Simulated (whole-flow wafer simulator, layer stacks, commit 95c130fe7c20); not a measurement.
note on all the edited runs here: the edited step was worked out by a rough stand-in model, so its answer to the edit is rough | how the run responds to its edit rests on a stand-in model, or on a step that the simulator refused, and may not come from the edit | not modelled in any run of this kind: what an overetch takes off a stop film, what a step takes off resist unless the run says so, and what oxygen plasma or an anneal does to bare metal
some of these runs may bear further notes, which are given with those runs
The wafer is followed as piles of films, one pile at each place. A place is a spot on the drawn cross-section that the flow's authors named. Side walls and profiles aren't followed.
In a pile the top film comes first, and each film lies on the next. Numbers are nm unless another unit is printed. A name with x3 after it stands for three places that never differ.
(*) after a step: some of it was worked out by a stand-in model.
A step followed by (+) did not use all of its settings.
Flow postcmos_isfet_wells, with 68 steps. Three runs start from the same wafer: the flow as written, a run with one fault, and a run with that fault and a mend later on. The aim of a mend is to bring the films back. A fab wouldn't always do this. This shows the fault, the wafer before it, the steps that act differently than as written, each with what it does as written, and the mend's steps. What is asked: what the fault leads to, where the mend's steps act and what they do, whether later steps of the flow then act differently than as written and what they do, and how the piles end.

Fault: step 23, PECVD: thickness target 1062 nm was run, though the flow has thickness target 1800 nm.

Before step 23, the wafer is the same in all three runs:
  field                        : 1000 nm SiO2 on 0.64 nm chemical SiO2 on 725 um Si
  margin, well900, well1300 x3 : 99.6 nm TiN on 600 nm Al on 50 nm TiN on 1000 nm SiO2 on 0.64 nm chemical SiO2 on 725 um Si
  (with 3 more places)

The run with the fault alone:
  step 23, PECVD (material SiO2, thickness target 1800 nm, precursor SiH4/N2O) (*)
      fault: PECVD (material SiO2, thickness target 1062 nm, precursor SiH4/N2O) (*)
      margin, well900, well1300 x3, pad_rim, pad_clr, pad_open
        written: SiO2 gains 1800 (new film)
        fault: SiO2 gains 1062 (new film)
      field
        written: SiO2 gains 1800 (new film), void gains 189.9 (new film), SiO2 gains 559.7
        fault: SiO2 gains 1062 (new film), void gains 190.2 (new film), SiO2 gains 559.4
  Later steps of the flow acting differently than as written:
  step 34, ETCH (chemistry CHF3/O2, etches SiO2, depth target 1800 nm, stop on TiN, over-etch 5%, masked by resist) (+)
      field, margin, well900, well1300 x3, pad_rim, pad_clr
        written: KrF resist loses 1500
        fault: KrF resist loses 929.2
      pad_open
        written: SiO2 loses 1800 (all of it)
        fault: SiO2 loses 1062 (all of it)
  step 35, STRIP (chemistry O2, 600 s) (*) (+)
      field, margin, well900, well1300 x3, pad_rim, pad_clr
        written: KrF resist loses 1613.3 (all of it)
        fault: KrF resist loses 2184.1 (all of it)
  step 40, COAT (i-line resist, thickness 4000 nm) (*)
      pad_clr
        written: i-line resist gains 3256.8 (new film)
        fault: i-line resist gains 3492.1 (new film)
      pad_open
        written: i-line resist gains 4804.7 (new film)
        fault: i-line resist gains 4538.4 (new film)
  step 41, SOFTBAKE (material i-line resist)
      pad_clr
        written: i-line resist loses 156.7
        fault: i-line resist loses 87.9
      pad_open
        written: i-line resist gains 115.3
        fault: i-line resist gains 80.5
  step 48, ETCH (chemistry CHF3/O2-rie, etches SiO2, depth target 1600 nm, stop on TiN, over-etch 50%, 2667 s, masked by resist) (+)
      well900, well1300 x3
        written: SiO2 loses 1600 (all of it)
        fault: SiO2 loses 862 (all of it)
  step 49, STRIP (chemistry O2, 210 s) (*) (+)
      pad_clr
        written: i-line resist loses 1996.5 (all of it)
        fault: i-line resist loses 2300.5 (all of it)
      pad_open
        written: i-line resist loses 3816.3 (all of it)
        fault: i-line resist loses 3515.3 (all of it)
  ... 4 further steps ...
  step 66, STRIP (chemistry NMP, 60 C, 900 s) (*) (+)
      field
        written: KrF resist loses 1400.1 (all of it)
        fault: KrF resist loses 1750.2 (all of it)
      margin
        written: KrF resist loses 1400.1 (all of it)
        fault: KrF resist loses 1750.1 (all of it)
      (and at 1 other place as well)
  The piles end different from the flow's at field, margin, pad_rim, pad_clr by more than 2% or 0.5 nm, whichever is larger.
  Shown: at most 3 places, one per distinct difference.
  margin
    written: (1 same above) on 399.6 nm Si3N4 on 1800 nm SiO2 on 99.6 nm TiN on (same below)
    fault: (1 same above) on 399.6 nm Si3N4 on 1062 nm SiO2 on 99.6 nm TiN on (same below)
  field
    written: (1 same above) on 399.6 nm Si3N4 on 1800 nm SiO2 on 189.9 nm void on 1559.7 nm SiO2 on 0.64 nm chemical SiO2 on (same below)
    fault: (1 same above) on 399.6 nm Si3N4 on 1062 nm SiO2 on 190.2 nm void on 1559.4 nm SiO2 on 0.64 nm chemical SiO2 on (same below)
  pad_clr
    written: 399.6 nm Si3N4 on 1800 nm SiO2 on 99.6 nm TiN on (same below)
    fault: 399.6 nm Si3N4 on 1062 nm SiO2 on 99.6 nm TiN on (same below)

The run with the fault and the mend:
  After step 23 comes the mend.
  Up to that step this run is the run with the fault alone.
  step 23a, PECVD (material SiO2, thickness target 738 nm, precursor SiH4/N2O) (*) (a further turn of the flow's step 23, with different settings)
      field, margin, well900, well1300 x3, pad_rim, pad_clr, pad_open
        SiO2 gains 738
  Every later step of the flow that is run acts as written at every place that is followed.
  At the end the piles are close to the flow's at the places that both follow, differing by at most 2% or 0.5 nm, whichever is larger.
